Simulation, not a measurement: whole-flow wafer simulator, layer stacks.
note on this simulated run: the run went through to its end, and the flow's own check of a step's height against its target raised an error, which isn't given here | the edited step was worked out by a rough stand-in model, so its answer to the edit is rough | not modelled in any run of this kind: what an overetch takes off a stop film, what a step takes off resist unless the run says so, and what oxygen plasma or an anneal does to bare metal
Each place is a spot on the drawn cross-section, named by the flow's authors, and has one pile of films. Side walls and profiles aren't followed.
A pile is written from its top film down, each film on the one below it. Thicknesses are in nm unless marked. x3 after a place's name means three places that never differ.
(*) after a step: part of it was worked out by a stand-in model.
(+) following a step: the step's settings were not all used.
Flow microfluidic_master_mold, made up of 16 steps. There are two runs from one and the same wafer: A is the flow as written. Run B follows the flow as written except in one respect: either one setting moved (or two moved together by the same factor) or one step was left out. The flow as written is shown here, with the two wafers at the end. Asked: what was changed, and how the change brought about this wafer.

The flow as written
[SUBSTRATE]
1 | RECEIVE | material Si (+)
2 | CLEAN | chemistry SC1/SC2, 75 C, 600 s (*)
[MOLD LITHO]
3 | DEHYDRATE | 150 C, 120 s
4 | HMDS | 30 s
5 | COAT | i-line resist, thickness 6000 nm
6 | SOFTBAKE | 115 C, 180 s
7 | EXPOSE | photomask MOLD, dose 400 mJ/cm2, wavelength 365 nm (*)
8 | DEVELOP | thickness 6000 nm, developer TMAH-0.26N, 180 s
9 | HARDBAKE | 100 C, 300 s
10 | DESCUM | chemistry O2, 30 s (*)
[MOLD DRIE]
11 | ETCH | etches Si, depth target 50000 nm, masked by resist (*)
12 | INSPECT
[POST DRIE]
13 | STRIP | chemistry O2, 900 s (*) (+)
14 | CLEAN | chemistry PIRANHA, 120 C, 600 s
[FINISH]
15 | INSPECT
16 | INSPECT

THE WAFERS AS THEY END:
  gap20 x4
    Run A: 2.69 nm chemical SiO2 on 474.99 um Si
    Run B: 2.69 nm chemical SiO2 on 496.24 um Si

What caused this: step 11, ETCH: depth target 28750 nm was run, while the flow as written has depth target 50000 nm.

The path from the change to this, step by step:
  11 | ETCH | etches Si, depth target 50000 nm, masked by resist (*)
      gap20 x4: A chemical SiO2 loses 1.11 (all of it), Si loses 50 um | B chemical SiO2 loses 1.11 (all of it), Si loses 28.75 um
      ridge: A i-line resist loses 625 | B i-line resist loses 359.4
  13 | STRIP | chemistry O2, 900 s (*) (+)
      ridge: A i-line resist loses 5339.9 (all of it), chemical SiO2 gains 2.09, Si loses 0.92 | B i-line resist loses 5605.6 (all of it), chemical SiO2 gains 2.09, Si loses 0.92
